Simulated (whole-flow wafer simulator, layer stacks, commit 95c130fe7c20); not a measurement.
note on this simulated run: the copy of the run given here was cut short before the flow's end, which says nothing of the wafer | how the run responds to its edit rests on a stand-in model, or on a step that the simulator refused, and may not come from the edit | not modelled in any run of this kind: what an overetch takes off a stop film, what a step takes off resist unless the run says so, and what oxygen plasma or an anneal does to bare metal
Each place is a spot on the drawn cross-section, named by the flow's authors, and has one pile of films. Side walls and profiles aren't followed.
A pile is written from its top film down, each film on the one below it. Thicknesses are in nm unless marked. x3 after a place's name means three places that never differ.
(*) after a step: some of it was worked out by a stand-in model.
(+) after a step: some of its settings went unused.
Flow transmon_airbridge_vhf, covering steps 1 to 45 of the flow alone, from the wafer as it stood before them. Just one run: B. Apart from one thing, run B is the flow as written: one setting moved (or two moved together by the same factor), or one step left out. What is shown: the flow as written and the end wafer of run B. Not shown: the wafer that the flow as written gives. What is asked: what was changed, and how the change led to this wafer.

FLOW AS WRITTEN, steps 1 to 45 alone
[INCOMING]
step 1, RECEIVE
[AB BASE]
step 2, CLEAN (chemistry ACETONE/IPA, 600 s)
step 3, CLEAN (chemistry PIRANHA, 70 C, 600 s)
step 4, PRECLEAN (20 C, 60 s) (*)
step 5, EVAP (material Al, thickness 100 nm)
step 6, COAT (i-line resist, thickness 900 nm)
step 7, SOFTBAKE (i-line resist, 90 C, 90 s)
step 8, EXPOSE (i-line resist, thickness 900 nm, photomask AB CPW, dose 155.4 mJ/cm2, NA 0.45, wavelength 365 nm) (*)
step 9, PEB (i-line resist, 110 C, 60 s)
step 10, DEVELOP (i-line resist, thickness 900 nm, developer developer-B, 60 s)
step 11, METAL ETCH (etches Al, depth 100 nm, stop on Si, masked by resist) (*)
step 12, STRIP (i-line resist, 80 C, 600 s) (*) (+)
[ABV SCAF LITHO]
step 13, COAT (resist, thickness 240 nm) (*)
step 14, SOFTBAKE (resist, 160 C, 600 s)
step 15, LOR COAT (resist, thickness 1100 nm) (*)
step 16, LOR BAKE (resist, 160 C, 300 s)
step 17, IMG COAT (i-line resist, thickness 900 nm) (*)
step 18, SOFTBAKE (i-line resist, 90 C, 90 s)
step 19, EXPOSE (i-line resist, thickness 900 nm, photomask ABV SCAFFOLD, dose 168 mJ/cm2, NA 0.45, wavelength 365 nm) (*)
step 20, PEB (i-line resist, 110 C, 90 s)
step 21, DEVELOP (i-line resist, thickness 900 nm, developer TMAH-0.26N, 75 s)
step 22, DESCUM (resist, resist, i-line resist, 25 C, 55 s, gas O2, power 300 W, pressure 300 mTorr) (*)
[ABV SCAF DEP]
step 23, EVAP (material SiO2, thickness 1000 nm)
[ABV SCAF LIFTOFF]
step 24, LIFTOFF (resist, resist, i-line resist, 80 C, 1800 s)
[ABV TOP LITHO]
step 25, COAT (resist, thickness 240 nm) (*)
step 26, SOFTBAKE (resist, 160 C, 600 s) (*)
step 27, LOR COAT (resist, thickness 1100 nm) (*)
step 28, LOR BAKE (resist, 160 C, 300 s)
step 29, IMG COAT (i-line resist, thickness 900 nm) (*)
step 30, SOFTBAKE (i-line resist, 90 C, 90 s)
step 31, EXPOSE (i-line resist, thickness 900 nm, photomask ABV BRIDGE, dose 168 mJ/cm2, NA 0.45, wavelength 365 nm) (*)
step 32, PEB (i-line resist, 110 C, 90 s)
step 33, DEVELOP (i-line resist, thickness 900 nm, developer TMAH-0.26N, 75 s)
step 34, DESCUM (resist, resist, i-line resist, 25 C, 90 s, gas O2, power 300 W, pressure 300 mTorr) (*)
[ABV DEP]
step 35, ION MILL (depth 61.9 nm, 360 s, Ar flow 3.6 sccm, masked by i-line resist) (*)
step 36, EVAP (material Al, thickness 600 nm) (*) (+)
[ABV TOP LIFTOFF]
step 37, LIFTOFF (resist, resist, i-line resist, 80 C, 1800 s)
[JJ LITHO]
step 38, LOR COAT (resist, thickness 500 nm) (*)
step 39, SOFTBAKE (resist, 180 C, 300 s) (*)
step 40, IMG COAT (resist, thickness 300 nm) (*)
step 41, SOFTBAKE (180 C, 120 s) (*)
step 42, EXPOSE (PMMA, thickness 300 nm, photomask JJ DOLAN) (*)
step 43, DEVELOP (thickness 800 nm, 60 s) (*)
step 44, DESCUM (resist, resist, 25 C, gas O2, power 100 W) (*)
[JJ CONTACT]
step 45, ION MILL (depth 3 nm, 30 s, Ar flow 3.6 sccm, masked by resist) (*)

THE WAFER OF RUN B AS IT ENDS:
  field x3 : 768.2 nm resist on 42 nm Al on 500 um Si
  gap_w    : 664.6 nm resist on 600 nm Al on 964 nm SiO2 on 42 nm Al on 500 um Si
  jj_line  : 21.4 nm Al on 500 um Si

Cause: step 5, EVAP: thickness 142 nm was run, whereas the flow has thickness 100 nm.

The path from the change to this, step by step:
  step 5, EVAP (material Al, thickness 100 nm)
      field x3, jj_line, ground_far and 12 more: +142 Al (new film) (in the flow as written it would be: +100 Al (new film))
  step 11, METAL ETCH (etches Al, depth 100 nm, stop on Si, masked by resist) (*)
      field x3, jj_line, gap_w, gap_e: -100 Al (in the flow as written it would be: -100 Al (all of it))
  step 45, ION MILL (depth 3 nm, 30 s, Ar flow 3.6 sccm, masked by resist) (*)
      jj_line: -20.6 Al (in the flow as written it would be: -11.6 Si)
If metal films that touch count as one body, field x3 has 1 body; the flow as written gives 0 bodies.
If metal films that touch count as one body, gap_w has 2 bodies (between them, from the top down: SiO2 964); the flow as written gives 1 body.
If metal films that touch count as one body, jj_line has 1 body; the flow as written gives 0 bodies.
